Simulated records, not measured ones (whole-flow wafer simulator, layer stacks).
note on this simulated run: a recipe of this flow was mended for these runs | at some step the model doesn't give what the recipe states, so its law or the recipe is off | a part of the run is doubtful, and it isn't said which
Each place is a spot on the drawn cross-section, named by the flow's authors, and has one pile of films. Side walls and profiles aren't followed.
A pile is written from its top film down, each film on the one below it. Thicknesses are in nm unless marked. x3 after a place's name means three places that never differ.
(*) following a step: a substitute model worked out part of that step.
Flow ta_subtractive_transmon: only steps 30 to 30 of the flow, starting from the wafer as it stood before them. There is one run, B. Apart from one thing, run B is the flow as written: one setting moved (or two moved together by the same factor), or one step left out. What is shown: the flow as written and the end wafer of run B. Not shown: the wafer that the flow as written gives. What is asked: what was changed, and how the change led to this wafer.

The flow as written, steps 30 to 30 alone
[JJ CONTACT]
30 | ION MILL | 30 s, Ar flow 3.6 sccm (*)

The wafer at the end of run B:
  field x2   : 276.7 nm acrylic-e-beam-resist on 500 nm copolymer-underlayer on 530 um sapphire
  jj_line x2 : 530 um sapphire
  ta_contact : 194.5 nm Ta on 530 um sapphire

Cause: step 30, ION MILL: 15 s was run, whereas the flow has 30 s.

Step by step, how the change led to this:
  30 | ION MILL | 30 s, Ar flow 3.6 sccm (*)
      field x2, ta_pad: acrylic-e-beam-resist loses 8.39 (in the flow as written it would be: acrylic-e-beam-resist loses 16.8)
      jj_line x2: sapphire loses 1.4 (in the flow as written it would be: sapphire loses 2.8)
      (and at 1 other place as well)
